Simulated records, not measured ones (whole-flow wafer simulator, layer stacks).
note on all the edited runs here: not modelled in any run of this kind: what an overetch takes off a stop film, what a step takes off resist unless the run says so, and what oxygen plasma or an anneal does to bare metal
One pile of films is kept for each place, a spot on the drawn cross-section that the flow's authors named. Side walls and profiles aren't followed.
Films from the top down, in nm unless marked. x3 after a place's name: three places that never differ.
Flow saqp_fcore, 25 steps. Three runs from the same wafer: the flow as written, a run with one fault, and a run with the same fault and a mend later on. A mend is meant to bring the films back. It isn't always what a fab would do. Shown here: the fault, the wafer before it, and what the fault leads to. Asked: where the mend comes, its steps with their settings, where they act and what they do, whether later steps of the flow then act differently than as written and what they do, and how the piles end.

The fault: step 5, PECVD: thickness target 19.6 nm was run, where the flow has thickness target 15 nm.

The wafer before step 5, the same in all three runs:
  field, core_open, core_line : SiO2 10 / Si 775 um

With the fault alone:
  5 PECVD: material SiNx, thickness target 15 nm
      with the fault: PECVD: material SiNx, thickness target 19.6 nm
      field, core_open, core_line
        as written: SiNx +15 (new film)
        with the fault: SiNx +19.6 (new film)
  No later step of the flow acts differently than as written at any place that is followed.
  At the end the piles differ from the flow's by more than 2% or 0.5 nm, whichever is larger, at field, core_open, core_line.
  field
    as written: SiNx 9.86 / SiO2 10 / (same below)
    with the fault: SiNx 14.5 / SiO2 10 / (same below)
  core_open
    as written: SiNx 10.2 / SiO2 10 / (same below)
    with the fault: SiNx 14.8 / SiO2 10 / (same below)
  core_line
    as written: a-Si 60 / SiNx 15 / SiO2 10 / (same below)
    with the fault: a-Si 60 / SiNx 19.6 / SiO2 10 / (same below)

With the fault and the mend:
  The mend comes after step 5.
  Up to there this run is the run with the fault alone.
  5a ETCH: chemistry h3po4, depth target 4.6 nm
      field, core_open, core_line
        SiNx -4.6
  No later step of the flow acts differently than as written at any place that is followed.
  At the end the piles are the same as the flow's at every place that both follow.
